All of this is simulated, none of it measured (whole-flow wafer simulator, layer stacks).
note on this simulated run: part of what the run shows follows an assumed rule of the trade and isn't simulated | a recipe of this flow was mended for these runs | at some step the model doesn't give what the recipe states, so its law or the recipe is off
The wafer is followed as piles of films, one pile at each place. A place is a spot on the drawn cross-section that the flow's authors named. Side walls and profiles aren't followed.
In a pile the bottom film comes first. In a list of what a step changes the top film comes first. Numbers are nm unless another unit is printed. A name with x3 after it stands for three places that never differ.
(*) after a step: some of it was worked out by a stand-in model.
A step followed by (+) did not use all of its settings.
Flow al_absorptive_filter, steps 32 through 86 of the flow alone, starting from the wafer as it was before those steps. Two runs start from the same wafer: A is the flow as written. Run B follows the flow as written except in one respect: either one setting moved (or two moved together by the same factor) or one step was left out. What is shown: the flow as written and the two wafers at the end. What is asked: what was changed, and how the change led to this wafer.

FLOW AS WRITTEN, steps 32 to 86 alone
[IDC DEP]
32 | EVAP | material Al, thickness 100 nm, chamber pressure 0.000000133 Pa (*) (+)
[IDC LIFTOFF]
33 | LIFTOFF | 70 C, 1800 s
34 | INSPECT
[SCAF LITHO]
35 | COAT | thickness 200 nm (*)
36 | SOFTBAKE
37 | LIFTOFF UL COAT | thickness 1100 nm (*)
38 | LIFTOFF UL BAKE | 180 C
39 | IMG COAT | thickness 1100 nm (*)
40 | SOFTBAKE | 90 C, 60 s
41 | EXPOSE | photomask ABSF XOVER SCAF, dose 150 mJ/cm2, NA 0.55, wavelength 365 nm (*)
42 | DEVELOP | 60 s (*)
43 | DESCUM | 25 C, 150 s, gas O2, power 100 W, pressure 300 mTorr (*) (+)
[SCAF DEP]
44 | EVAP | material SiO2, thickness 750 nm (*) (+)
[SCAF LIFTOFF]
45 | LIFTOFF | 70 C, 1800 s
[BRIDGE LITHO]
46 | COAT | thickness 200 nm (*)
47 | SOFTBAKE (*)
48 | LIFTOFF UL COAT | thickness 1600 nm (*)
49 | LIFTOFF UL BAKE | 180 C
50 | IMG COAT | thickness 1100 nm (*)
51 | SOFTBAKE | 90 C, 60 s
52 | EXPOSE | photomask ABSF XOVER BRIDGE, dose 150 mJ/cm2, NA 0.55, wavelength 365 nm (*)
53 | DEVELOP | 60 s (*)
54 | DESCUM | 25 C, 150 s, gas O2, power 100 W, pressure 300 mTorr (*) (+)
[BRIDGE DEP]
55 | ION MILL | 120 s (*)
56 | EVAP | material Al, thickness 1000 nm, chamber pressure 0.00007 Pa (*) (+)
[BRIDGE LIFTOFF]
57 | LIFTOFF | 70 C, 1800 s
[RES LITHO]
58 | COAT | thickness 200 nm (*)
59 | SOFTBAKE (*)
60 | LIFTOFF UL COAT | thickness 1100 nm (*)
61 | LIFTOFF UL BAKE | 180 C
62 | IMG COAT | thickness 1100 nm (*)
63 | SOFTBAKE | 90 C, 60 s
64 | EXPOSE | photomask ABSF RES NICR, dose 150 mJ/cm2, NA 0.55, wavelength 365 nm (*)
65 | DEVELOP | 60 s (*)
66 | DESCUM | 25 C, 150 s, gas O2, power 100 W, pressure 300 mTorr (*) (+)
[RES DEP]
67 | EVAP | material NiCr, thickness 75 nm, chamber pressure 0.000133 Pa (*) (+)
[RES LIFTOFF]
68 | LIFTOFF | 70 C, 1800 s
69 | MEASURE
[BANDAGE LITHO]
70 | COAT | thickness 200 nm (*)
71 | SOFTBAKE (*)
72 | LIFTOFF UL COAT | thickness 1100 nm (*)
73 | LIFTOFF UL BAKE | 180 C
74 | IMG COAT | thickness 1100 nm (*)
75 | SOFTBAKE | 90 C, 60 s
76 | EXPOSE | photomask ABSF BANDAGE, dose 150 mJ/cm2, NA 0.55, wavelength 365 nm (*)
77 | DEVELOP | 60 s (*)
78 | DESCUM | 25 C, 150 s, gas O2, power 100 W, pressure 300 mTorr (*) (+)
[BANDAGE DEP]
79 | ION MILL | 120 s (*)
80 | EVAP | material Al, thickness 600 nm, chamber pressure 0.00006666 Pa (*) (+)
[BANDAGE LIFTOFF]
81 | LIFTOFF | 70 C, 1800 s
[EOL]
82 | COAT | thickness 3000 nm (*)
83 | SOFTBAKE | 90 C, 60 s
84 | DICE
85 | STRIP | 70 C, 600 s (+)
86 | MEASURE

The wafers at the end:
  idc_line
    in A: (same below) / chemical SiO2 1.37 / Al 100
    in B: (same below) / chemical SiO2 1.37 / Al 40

What caused this: step 32, EVAP: thickness 40 nm was run, whereas the flow has thickness 100 nm.
The wafer lets one read it off: idc_line has Al 40, and step 32 as written asks for 100 nm.

How this came from the change, step by step:
  32 | EVAP | material Al, thickness 100 nm, chamber pressure 0.000000133 Pa (*) (+)
      gnd, pad_far, pad_near and 11 more: A Al gains 100 (new film) | B Al gains 40 (new film)
  33 | LIFTOFF | 70 C, 1800 s
      gnd, xa_field, xa_margin, xa_strip, xl_land, idc_field, idc_space: A Al loses 100 (all of it), e-beam-resist loses 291 (all of it) | B Al loses 40 (all of it), e-beam-resist loses 291 (all of it)
      pad_far: A Al loses 100 (all of it), e-beam-resist loses 287 (all of it) | B Al loses 40 (all of it), e-beam-resist loses 287 (all of it)
      (as well as at 5 more places)
  35 | COAT | thickness 200 nm (*)
      idc_line: A acrylic-e-beam-resist gains 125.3 (new film) | B acrylic-e-beam-resist gains 168.1 (new film)
      idc_space: A acrylic-e-beam-resist gains 228.2 (new film) | B acrylic-e-beam-resist gains 209.4 (new film)
  45 | LIFTOFF | 70 C, 1800 s
      idc_line: A SiO2 loses 750 (all of it), i-line-resist loses 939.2 (all of it), lift-off-underlayer loses 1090 (all of it), acrylic-e-beam-resist loses 125.3 (all of it) | B SiO2 loses 750 (all of it), i-line-resist loses 939.3 (all of it), lift-off-underlayer loses 1097 (all of it), acrylic-e-beam-resist loses 168.1 (all of it)
      idc_space: A SiO2 loses 750 (all of it), i-line-resist loses 939.1 (all of it), lift-off-underlayer loses 1087.8 (all of it), acrylic-e-beam-resist loses 228.2 (all of it) | B SiO2 loses 750 (all of it), i-line-resist loses 939.3 (all of it), lift-off-underlayer loses 1096.5 (all of it), acrylic-e-beam-resist loses 209.4 (all of it)
  46 | COAT | thickness 200 nm (*)
      idc_line: A acrylic-e-beam-resist gains 129.8 (new film) | B acrylic-e-beam-resist gains 169.5 (new film)
      idc_space: A acrylic-e-beam-resist gains 229.8 (new film) | B acrylic-e-beam-resist gains 210.1 (new film)
  57 | LIFTOFF | 70 C, 1800 s
      idc_line: A Al loses 1000 (all of it), i-line-resist loses 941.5 (all of it), lift-off-underlayer loses 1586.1 (all of it), acrylic-e-beam-resist loses 129.8 (all of it) | B Al loses 1000 (all of it), i-line-resist loses 941.6 (all of it), lift-off-underlayer loses 1596 (all of it), acrylic-e-beam-resist loses 169.5 (all of it)
      idc_space: A Al loses 1000 (all of it), i-line-resist loses 941.5 (all of it), lift-off-underlayer loses 1586.9 (all of it), acrylic-e-beam-resist loses 229.8 (all of it) | B Al loses 1000 (all of it), i-line-resist loses 941.6 (all of it), lift-off-underlayer loses 1596.1 (all of it), acrylic-e-beam-resist loses 210.1 (all of it)
  58 | COAT | thickness 200 nm (*)
      idc_line: A acrylic-e-beam-resist gains 129.8 (new film) | B acrylic-e-beam-resist gains 169.5 (new film)
      idc_space: A acrylic-e-beam-resist gains 229.8 (new film) | B acrylic-e-beam-resist gains 210.1 (new film)
  68 | LIFTOFF | 70 C, 1800 s
      idc_line: A NiCr loses 75 (all of it), i-line-resist loses 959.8 (all of it), lift-off-underlayer loses 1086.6 (all of it), acrylic-e-beam-resist loses 129.8 (all of it) | B NiCr loses 75 (all of it), i-line-resist loses 960 (all of it), lift-off-underlayer loses 1096.1 (all of it), acrylic-e-beam-resist loses 169.5 (all of it)
      idc_space: A NiCr loses 75 (all of it), i-line-resist loses 959.8 (all of it), lift-off-underlayer loses 1087.4 (all of it), acrylic-e-beam-resist loses 229.8 (all of it) | B NiCr loses 75 (all of it), i-line-resist loses 960 (all of it), lift-off-underlayer loses 1096.3 (all of it), acrylic-e-beam-resist loses 210.1 (all of it)
  70 | COAT | thickness 200 nm (*)
      idc_line: A acrylic-e-beam-resist gains 129.8 (new film) | B acrylic-e-beam-resist gains 169.5 (new film)
      idc_space: A acrylic-e-beam-resist gains 229.8 (new film) | B acrylic-e-beam-resist gains 210.1 (new film)
  81 | LIFTOFF | 70 C, 1800 s
      idc_line: A Al loses 600 (all of it), i-line-resist loses 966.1 (all of it), lift-off-underlayer loses 1086.6 (all of it), acrylic-e-beam-resist loses 129.8 (all of it) | B Al loses 600 (all of it), i-line-resist loses 966.3 (all of it), lift-off-underlayer loses 1096.1 (all of it), acrylic-e-beam-resist loses 169.5 (all of it)
      idc_space: A Al loses 600 (all of it), i-line-resist loses 966.1 (all of it), lift-off-underlayer loses 1087.4 (all of it), acrylic-e-beam-resist loses 229.8 (all of it) | B Al loses 600 (all of it), i-line-resist loses 966.3 (all of it), lift-off-underlayer loses 1096.3 (all of it), acrylic-e-beam-resist loses 210.1 (all of it)
  83 | SOFTBAKE | 90 C, 60 s
      idc_line: A i-line-resist loses 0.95 | B i-line-resist loses 0.39
      idc_space: A i-line-resist loses 0.95 | B i-line-resist loses 0.38
